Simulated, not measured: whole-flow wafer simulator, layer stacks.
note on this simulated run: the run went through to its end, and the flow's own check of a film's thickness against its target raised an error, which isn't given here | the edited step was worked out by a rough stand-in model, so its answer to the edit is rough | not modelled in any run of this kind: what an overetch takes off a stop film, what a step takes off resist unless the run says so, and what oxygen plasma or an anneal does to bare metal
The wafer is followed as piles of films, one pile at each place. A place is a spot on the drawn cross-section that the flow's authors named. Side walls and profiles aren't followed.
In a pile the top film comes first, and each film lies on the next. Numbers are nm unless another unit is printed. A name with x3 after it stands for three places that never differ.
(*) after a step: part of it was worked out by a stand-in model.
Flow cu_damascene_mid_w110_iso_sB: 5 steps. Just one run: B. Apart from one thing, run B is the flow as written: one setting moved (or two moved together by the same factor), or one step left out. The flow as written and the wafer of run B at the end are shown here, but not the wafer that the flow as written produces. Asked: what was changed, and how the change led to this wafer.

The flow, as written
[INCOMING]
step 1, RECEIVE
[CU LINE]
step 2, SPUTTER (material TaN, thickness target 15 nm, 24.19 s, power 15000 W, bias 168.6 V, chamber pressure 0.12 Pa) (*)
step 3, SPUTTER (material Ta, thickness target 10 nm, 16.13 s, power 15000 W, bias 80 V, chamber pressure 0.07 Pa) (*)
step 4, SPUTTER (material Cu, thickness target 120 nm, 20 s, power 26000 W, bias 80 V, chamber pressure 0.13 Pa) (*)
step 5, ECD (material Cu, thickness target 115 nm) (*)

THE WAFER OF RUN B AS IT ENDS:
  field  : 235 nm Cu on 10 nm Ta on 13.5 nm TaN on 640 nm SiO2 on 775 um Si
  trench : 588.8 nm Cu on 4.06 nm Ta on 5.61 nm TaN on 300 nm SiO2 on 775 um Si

What caused this: step 2, SPUTTER: thickness target 13.5 nm was run, though the flow has thickness target 15 nm; step 2, SPUTTER: 21.77 s was run, where the flow has 24.19 s.
One can read it off the wafer: field has TaN 13.5, and step 2 as written asks for 15 nm.

The path from the change to this, step by step:
  step 2, SPUTTER (material TaN, thickness target 15 nm, 24.19 s, power 15000 W, bias 168.6 V, chamber pressure 0.12 Pa) (*)
      field: +13.5 TaN (new film) (it would be, as written: +15 TaN (new film))
      trench: +5.61 TaN (new film) (it would be, as written: +6.23 TaN (new film))
